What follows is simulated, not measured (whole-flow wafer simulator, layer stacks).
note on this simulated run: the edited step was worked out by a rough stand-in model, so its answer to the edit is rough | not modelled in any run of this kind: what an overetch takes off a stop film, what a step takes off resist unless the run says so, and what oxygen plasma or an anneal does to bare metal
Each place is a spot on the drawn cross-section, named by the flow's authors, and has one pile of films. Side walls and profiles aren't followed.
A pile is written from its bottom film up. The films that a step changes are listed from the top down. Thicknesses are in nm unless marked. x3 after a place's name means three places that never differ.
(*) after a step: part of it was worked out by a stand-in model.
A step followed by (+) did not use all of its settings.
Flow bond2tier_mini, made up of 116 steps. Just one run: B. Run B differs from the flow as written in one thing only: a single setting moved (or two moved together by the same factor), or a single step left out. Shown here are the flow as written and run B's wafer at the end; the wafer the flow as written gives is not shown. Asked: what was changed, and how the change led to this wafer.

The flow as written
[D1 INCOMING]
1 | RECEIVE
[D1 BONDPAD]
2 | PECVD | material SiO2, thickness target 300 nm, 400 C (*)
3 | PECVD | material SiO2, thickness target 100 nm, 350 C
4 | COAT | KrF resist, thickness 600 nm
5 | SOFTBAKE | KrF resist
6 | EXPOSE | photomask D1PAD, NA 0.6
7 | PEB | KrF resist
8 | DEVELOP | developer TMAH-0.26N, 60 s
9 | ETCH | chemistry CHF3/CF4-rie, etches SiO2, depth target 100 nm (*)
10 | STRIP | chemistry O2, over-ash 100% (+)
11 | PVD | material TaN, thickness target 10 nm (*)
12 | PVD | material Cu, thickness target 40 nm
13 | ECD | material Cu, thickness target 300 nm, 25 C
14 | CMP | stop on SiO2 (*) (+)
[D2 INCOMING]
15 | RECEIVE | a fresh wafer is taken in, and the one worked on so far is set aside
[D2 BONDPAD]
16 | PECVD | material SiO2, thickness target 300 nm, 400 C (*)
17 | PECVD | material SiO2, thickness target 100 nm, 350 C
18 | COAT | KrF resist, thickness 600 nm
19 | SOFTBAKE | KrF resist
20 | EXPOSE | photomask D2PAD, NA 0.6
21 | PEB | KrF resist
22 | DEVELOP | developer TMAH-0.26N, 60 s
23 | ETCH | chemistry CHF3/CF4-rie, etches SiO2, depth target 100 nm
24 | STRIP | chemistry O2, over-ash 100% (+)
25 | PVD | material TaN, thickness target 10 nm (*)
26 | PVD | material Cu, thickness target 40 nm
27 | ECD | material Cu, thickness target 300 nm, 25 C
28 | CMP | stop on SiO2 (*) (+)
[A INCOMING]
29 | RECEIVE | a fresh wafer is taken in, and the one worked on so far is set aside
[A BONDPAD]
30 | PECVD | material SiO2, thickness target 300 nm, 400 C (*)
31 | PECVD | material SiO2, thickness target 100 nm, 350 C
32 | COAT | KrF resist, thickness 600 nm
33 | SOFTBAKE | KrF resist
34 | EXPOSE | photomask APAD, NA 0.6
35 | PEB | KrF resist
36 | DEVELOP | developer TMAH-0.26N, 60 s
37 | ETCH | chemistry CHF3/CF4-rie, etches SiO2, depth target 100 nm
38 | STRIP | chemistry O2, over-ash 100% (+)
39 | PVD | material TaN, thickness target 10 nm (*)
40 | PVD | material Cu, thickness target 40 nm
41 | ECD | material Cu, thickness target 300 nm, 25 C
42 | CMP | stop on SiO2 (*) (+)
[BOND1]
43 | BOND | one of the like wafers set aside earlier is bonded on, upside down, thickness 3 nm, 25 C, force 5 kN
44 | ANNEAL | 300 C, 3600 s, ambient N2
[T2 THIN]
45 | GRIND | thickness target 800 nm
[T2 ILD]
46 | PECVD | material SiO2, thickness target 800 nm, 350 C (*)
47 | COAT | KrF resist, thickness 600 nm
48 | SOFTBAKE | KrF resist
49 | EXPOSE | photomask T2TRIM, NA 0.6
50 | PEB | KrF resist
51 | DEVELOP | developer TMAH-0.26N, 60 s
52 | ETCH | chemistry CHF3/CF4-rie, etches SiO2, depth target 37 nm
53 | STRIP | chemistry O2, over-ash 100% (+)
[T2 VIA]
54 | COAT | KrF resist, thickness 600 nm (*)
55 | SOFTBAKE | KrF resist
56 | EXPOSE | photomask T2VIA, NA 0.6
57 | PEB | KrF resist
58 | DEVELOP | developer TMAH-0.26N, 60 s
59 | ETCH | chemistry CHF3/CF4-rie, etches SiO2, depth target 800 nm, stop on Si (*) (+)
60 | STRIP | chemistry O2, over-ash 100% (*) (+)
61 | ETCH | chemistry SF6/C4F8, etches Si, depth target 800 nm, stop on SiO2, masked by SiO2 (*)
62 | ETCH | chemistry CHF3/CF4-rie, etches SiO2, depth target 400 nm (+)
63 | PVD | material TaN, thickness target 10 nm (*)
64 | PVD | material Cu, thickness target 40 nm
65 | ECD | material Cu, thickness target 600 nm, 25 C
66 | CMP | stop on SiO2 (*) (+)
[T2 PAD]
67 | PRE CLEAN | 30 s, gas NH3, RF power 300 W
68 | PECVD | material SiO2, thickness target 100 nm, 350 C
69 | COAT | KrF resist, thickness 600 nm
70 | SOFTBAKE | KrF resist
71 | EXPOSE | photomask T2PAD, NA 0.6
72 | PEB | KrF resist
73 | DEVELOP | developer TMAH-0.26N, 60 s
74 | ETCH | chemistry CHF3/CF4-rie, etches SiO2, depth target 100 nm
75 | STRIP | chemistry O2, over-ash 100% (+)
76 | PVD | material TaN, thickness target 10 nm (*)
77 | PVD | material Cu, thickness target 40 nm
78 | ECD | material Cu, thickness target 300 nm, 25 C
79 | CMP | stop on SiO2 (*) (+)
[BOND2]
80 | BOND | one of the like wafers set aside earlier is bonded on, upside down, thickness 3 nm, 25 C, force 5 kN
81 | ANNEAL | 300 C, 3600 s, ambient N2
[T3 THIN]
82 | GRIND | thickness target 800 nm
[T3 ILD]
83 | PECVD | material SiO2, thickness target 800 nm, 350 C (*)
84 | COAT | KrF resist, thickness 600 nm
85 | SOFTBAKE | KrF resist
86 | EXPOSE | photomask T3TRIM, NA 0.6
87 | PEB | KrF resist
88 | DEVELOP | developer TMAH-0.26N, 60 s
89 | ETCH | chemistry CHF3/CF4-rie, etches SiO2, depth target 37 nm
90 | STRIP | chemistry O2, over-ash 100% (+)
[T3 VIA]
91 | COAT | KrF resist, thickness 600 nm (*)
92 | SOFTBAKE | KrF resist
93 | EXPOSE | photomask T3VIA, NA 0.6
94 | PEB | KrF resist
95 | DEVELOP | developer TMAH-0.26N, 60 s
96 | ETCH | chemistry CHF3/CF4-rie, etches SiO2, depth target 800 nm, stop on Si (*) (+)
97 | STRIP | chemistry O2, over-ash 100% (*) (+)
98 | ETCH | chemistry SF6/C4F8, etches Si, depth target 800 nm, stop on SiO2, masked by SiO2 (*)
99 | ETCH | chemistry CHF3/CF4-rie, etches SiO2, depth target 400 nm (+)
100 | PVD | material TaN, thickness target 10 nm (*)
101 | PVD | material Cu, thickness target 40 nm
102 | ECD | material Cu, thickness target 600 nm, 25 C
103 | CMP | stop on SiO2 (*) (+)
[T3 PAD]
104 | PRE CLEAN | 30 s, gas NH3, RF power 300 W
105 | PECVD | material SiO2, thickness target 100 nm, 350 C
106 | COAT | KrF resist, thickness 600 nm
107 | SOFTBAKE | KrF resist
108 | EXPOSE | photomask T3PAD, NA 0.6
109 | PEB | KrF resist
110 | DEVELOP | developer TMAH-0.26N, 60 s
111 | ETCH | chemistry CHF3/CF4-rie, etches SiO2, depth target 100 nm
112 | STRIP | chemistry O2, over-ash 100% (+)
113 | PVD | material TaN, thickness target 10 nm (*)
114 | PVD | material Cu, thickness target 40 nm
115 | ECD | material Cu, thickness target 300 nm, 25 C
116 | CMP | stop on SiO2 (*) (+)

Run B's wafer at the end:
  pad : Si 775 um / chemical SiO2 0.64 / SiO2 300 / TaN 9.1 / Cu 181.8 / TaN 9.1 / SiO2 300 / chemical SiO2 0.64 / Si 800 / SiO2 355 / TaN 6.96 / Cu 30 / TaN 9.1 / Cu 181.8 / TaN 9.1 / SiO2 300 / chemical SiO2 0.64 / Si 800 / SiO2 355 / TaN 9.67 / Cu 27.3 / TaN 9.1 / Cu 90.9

What caused this: step 63, PVD: thickness target 7.2 nm was run, while the flow as written has thickness target 10 nm.

The path from the change to this, step by step:
  63 | PVD | material TaN, thickness target 10 nm (*)
      field: +7.2 TaN (new film) (as written it would have been: +10 TaN (new film))
      pad: +6.96 TaN (new film) (as written it would have been: +9.67 TaN (new film))
  66 | CMP | stop on SiO2 (*) (+)
      field: -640 Cu (all of it), -7.2 TaN (all of it) (as written it would have been: -640 Cu (all of it), -10 TaN (all of it))
